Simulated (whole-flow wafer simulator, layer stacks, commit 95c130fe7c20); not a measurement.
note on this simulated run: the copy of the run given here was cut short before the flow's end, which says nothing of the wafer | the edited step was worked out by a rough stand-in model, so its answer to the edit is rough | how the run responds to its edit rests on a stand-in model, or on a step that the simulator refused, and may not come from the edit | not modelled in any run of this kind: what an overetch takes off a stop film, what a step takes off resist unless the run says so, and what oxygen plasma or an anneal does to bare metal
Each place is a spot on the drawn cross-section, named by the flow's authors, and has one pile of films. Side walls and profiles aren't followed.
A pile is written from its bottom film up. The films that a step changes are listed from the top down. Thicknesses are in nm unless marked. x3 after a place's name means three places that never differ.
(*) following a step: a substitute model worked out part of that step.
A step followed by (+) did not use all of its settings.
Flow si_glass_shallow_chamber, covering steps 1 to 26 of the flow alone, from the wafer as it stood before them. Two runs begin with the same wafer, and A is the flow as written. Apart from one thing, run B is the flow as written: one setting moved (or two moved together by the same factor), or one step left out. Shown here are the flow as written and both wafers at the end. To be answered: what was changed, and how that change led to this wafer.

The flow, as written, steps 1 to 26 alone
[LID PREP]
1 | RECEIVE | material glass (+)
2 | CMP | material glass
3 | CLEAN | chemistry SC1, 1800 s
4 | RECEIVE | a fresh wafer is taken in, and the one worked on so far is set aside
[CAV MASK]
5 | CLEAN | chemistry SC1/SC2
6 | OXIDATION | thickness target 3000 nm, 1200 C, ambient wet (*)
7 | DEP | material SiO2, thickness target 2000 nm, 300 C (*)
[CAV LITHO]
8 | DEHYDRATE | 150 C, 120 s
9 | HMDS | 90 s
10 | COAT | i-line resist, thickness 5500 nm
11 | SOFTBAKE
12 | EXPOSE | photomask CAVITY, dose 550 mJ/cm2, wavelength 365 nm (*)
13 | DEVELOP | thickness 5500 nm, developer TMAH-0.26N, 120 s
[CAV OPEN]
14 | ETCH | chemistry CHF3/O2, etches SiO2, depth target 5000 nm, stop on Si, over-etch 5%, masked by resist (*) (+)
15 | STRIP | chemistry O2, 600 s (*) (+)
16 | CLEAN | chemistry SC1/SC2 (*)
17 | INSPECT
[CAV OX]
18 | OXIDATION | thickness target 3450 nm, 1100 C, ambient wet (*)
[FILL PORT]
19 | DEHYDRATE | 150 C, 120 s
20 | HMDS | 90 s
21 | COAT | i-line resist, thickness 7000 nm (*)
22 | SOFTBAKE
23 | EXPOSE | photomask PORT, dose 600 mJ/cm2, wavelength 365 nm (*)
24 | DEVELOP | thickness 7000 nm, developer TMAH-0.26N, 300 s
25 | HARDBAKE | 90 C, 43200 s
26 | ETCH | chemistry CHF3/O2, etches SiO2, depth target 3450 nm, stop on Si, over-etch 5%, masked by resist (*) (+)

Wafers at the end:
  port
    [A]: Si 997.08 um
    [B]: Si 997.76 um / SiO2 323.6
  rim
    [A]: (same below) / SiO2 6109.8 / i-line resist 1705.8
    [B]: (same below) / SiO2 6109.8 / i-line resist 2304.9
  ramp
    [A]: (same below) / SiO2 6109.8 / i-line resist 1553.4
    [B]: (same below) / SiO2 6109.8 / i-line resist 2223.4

Cause: step 14, ETCH: depth target 3000 nm was run, though the flow has depth target 5000 nm.

Step by step, how the change led to this:
  14 | ETCH | chemistry CHF3/O2, etches SiO2, depth target 5000 nm, stop on Si, over-etch 5%, masked by resist (*) (+)
      cav, port: A SiO2 loses 5000 (all of it), Si loses 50 | B SiO2 loses 3150
      rim, ramp, septum, ring: A i-line resist loses 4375 | B i-line resist loses 2625
  15 | STRIP | chemistry O2, 600 s (*) (+)
      cav, port: A chemical SiO2 gains 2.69 (new film), Si loses 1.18 | B nothing
      rim, ramp, septum, ring: A i-line resist loses 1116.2 (all of it) | B i-line resist loses 2866.2 (all of it)
  18 | OXIDATION | thickness target 3450 nm, 1100 C, ambient wet (*)
      cav, port: A SiO2 gains 3450 (new film), chemical SiO2 loses 2.69 (all of it), Si loses 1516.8 | B SiO2 gains 2096.1, Si loses 922.3
  21 | COAT | i-line resist, thickness 7000 nm (*)
      rim: A i-line resist gains 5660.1 (new film) | B i-line resist gains 6057 (new film)
      ramp: A i-line resist gains 5087.8 (new film) | B i-line resist gains 5641.7 (new film)
      (and at 1 other place as well)
  22 | SOFTBAKE
      rim: A i-line resist loses 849 | B i-line resist loses 623.6
      ramp: A i-line resist loses 434.5 | B i-line resist loses 293.1
      (and at 4 other places as well)
  24 | DEVELOP | thickness 7000 nm, developer TMAH-0.26N, 300 s
      port: A i-line resist loses 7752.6 (all of it) | B i-line resist loses 7558.5 (all of it)
  25 | HARDBAKE | 90 C, 43200 s
      rim: A i-line resist loses 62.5 | B i-line resist loses 85.7
      ramp: A i-line resist loses 57.1 | B i-line resist loses 82.4
      (and at 1 other place as well)
  26 | ETCH | chemistry CHF3/O2, etches SiO2, depth target 3450 nm, stop on Si, over-etch 5%, masked by resist (*) (+)
      port: A SiO2 loses 3450 (all of it), Si loses 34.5 | B SiO2 loses 3622.5
